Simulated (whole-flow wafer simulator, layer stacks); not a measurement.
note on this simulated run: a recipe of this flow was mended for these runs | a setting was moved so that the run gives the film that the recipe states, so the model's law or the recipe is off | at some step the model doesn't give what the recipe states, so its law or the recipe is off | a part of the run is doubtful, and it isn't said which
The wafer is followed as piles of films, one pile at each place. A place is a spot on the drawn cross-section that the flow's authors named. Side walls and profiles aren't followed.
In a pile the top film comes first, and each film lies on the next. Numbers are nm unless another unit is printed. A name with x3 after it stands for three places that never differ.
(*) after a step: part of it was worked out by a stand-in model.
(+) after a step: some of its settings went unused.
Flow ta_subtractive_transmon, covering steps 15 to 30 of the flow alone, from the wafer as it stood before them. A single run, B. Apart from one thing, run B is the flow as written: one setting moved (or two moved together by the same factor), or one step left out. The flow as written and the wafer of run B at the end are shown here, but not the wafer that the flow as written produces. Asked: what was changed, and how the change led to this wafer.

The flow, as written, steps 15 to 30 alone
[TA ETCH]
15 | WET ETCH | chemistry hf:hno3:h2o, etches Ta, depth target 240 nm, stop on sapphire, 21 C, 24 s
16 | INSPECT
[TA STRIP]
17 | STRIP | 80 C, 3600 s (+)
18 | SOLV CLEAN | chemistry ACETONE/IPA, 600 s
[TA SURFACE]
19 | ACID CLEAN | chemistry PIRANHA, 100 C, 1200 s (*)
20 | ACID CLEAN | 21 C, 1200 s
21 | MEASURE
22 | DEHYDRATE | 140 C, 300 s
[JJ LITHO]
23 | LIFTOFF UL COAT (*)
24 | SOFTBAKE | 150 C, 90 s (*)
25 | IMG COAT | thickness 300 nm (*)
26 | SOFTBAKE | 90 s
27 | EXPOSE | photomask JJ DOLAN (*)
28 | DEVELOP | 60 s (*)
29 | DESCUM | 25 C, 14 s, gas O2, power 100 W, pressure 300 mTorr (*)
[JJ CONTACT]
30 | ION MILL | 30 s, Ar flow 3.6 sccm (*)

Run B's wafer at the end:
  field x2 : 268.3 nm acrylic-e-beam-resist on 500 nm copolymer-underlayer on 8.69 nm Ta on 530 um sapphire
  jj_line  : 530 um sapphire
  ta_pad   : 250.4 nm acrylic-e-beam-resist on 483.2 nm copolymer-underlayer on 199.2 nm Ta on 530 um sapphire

What caused this: step 15, WET ETCH: depth target 190.5 nm was run, while the flow as written has depth target 240 nm; step 15, WET ETCH: 19.05 s was run, where the flow has 24 s.

Step by step, how the change led to this:
  15 | WET ETCH | chemistry hf:hno3:h2o, etches Ta, depth target 240 nm, stop on sapphire, 21 C, 24 s
      field x2, jj_line, lead: -190.5 Ta (as written it would have been: -199.7 Ta (all of it))
  30 | ION MILL | 30 s, Ar flow 3.6 sccm (*)
      jj_line, lead: -8.69 Ta (all of it), -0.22 sapphire (as written it would have been: -2.8 sapphire)
With metal films that touch counted as one body, field x2 has 1 body; the flow as written gives 0 bodies.
